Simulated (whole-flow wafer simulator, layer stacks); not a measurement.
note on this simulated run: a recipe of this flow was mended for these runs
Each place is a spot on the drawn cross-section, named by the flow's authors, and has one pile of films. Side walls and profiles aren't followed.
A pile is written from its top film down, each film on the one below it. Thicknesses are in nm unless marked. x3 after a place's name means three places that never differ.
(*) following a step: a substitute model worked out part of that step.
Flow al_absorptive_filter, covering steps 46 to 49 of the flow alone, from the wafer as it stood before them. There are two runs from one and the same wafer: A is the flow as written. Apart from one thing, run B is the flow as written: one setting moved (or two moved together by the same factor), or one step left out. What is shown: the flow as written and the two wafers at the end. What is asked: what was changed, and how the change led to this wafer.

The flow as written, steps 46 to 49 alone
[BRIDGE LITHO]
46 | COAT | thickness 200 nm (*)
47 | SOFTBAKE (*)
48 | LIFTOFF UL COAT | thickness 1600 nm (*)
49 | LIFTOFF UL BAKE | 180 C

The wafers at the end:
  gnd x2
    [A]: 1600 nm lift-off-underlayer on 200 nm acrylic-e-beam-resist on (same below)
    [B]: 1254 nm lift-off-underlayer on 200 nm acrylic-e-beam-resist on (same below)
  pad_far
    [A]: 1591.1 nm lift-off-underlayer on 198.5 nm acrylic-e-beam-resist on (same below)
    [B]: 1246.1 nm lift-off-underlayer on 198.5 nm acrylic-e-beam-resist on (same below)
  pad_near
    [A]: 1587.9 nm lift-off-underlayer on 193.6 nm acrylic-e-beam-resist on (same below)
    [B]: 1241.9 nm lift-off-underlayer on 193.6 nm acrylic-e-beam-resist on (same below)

Cause: step 48, LIFTOFF UL COAT: thickness 1254 nm was run, while the flow as written has thickness 1600 nm.
The wafer itself shows it: gnd x2 has lift-off-underlayer 1254, and step 48 as written asks for 1600 nm.

How this came from the change, step by step:
  48 | LIFTOFF UL COAT | thickness 1600 nm (*)
      gnd x2, idc_field: A lift-off-underlayer gains 1600 (new film) | B lift-off-underlayer gains 1254 (new film)
      pad_far: A lift-off-underlayer gains 1591.1 (new film) | B lift-off-underlayer gains 1246.1 (new film)
      (as well as at 10 more places)
